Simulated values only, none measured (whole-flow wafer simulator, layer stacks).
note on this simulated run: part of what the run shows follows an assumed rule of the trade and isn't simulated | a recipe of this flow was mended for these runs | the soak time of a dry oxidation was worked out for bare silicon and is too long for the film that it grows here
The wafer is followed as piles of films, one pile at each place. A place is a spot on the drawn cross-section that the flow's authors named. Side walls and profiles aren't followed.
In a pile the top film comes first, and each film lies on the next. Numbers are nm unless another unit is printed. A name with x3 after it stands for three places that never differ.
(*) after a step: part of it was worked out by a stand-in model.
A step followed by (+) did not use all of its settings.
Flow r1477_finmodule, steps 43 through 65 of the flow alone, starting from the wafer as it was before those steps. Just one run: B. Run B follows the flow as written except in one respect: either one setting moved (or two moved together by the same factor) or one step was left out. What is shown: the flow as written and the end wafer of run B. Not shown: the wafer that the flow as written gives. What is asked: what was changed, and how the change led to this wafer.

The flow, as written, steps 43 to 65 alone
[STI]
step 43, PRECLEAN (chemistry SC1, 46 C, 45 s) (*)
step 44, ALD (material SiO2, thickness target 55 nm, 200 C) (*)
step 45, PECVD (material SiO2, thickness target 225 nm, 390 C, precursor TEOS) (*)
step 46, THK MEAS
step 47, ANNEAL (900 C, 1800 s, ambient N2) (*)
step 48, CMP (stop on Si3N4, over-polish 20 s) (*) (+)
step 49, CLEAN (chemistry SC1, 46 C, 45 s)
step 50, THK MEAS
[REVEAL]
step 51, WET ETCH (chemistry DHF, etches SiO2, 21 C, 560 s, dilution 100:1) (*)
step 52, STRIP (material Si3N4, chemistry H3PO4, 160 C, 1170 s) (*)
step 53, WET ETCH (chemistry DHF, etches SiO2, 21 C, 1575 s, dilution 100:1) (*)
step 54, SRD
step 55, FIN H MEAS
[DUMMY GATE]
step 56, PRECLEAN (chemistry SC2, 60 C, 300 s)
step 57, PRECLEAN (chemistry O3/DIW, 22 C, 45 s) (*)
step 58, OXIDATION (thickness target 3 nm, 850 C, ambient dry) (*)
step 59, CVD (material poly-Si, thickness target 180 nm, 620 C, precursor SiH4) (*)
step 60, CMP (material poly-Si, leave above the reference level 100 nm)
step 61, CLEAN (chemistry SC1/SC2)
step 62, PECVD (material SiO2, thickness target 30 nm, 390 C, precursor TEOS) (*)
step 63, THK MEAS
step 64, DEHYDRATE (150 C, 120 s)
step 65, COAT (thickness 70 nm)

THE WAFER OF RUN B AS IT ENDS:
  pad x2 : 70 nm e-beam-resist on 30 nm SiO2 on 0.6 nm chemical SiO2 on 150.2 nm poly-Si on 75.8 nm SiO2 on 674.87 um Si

The reason: step 44, ALD: thickness target 132 nm was run, while the flow as written has thickness target 55 nm.

Step by step, how the change led to this:
  step 44, ALD (material SiO2, thickness target 55 nm, 200 C) (*)
      elg x8: +132 SiO2 (new film) (as written it would have been: +55 SiO2 (new film))
      s40sg_line x6: +132 SiO2 (as written it would have been: +55 SiO2)
      (as well as at 2 more places)
  step 48, CMP (stop on Si3N4, over-polish 20 s) (*) (+)
      elg x8: -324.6 SiO2 (as written it would have been: -247.6 SiO2)
      s40sg_line x6: -364 SiO2 (all of it), -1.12 Si3N4 (as written it would have been: -287 SiO2 (all of it), -1.12 Si3N4)
      (as well as at 2 more places)
  step 53, WET ETCH (chemistry DHF, etches SiO2, 21 C, 1575 s, dilution 100:1) (*)
      pad x2: -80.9 SiO2 (as written it would have been: -85.7 SiO2)
  step 60, CMP (material poly-Si, leave above the reference level 100 nm)
      pad x2: -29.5 poly-Si (as written it would have been: -24.8 poly-Si)
